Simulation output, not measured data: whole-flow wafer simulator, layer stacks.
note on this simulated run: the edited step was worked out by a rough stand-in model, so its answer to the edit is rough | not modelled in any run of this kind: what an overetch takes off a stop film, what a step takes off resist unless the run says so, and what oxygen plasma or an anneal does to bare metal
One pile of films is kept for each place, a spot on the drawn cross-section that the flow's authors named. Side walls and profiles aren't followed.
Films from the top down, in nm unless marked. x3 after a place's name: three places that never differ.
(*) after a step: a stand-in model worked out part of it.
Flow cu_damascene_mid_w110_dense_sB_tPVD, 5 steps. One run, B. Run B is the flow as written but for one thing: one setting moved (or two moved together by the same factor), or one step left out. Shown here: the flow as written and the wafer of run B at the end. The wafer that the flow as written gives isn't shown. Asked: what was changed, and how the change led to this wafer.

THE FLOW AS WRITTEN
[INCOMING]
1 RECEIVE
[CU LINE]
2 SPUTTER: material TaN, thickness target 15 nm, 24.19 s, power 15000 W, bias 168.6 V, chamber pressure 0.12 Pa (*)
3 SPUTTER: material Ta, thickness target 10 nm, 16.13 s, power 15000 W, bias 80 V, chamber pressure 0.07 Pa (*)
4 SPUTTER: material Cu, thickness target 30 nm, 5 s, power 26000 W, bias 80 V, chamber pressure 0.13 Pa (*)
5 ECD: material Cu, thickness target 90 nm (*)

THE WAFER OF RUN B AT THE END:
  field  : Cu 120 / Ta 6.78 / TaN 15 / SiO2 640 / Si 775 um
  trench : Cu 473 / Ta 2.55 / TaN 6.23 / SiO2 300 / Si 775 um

The cause: step 3, SPUTTER: power 10160 W was run, where the flow has power 15000 W.

How the change led to this, step by step:
  3 SPUTTER: material Ta, thickness target 10 nm, 16.13 s, power 15000 W, bias 80 V, chamber pressure 0.07 Pa (*)
      field: Ta +6.78 (new film) (as written it would be: Ta +10 (new film))
      trench: Ta +2.55 (new film) (as written it would be: Ta +4.05 (new film))
